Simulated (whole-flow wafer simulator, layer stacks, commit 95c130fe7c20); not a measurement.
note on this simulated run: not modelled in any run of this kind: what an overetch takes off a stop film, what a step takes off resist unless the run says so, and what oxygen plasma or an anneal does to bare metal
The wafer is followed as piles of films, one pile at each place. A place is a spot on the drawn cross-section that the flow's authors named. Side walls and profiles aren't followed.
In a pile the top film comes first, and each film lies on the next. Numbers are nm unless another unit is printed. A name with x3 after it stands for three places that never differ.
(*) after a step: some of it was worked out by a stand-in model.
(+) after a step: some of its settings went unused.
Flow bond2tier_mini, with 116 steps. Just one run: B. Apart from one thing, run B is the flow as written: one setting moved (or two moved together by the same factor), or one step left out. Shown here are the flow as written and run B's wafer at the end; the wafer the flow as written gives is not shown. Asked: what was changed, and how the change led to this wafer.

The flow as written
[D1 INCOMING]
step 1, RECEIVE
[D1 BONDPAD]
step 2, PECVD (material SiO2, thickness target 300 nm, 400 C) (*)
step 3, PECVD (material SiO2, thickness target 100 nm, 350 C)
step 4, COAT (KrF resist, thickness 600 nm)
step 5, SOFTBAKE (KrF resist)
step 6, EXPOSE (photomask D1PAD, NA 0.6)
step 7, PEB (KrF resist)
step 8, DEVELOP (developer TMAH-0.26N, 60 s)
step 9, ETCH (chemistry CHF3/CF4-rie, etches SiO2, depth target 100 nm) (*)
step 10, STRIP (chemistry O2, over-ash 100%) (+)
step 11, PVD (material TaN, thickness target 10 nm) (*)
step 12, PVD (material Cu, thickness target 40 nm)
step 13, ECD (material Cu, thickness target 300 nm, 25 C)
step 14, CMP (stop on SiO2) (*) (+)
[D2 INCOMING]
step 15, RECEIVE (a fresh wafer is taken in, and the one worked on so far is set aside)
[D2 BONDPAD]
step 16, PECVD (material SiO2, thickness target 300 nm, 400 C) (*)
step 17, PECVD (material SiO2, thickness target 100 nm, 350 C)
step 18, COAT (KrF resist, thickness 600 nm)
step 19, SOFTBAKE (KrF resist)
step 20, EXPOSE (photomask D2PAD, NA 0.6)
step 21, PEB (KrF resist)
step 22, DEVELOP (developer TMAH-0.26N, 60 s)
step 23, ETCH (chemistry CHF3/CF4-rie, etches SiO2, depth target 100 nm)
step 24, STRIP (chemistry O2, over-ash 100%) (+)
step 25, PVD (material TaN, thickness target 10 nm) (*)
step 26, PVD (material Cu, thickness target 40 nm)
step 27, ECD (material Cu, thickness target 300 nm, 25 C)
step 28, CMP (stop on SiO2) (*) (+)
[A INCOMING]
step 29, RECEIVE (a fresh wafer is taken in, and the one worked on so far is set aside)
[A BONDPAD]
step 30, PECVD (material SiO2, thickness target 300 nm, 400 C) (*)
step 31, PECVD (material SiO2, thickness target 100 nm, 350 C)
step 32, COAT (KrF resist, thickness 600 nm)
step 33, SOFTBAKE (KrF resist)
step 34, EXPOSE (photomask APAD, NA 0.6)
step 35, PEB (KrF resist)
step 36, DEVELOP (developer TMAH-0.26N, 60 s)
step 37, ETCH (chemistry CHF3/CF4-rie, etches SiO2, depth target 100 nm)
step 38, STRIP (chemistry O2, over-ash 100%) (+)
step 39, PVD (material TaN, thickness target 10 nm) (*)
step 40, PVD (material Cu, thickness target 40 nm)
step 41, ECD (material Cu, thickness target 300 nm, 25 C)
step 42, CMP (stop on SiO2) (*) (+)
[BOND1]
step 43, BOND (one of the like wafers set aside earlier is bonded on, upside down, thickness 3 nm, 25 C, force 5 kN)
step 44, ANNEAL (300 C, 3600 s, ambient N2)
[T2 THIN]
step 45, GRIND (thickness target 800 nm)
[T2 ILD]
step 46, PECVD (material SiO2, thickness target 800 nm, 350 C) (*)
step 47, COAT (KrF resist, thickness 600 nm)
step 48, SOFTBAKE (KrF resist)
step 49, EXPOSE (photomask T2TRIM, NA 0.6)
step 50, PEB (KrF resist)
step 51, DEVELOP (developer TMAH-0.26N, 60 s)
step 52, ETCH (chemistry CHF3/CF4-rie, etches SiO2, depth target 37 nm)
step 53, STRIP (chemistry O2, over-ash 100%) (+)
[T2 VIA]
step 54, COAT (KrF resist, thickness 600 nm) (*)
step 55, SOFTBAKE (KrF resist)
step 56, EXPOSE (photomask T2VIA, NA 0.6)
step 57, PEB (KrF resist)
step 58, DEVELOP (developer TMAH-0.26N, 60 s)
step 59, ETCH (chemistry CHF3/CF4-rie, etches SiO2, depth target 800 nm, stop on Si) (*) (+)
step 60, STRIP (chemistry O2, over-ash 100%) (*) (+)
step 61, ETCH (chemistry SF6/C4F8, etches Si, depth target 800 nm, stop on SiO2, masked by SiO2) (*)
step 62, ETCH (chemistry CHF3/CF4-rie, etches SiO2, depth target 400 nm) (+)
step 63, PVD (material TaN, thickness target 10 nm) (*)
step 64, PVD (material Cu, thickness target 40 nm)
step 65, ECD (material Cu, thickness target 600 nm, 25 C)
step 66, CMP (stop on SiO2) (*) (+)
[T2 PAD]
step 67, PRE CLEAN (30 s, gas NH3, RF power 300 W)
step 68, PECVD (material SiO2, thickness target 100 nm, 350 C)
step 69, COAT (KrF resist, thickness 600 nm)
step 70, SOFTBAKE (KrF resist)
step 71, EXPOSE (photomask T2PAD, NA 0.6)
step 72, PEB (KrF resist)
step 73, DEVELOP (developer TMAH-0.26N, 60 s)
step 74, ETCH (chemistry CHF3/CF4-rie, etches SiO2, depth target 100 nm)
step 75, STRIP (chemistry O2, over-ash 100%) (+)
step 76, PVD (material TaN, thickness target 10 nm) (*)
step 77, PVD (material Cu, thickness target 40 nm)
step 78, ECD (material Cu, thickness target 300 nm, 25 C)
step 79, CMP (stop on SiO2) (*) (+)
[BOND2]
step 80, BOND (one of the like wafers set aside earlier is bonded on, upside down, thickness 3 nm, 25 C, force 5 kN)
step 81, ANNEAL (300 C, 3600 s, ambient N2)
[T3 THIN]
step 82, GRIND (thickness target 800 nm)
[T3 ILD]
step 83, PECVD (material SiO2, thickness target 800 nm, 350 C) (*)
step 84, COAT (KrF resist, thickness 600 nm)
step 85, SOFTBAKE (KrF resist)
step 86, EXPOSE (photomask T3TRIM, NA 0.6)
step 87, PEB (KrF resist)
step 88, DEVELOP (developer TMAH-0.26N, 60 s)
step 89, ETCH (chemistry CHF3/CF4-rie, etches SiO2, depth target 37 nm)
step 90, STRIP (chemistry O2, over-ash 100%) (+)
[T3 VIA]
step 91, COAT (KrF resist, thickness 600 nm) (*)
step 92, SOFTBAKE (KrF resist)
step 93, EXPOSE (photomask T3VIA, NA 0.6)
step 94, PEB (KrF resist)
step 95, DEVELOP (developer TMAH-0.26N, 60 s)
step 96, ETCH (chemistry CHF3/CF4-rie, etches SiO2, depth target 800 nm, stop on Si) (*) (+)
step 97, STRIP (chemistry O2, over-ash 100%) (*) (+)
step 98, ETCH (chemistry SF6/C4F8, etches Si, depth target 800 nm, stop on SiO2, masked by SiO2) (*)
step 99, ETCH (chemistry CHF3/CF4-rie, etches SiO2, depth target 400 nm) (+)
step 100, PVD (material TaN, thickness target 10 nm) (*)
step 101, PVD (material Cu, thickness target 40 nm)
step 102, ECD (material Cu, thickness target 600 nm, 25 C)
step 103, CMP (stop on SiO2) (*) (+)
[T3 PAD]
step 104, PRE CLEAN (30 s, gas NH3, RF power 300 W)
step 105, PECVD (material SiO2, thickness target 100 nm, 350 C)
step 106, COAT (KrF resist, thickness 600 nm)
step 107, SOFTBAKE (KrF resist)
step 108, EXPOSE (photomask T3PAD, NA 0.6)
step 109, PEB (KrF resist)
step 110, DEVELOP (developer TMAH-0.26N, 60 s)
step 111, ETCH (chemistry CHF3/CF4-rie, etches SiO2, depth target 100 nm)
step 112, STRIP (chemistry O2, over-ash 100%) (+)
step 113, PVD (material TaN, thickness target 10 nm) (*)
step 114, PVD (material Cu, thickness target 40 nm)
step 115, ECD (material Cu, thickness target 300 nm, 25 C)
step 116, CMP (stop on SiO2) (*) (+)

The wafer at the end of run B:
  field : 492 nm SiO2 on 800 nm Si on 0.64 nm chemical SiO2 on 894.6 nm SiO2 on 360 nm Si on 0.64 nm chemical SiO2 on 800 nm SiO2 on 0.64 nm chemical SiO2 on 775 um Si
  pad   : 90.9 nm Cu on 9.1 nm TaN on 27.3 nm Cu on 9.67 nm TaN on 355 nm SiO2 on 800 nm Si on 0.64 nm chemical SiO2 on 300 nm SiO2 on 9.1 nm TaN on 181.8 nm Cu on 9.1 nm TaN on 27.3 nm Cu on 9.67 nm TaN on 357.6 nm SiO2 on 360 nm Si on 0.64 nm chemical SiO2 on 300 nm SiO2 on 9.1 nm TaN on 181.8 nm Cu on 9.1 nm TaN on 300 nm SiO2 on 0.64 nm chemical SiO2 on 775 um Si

What caused this: step 45, GRIND: thickness target 360 nm was run, though the flow has thickness target 800 nm.
The wafer itself shows it: field has Si 360, and step 45 as written asks for 800 nm.

Step by step, how the change led to this:
  step 45, GRIND (thickness target 800 nm)
      field, pad, via: Si loses 774.64 um (as written it would have been: Si loses 774.2 um)
  step 61, ETCH (chemistry SF6/C4F8, etches Si, depth target 800 nm, stop on SiO2, masked by SiO2) (*)
      field, pad: SiO2 loses 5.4 (as written it would have been: SiO2 loses 8)
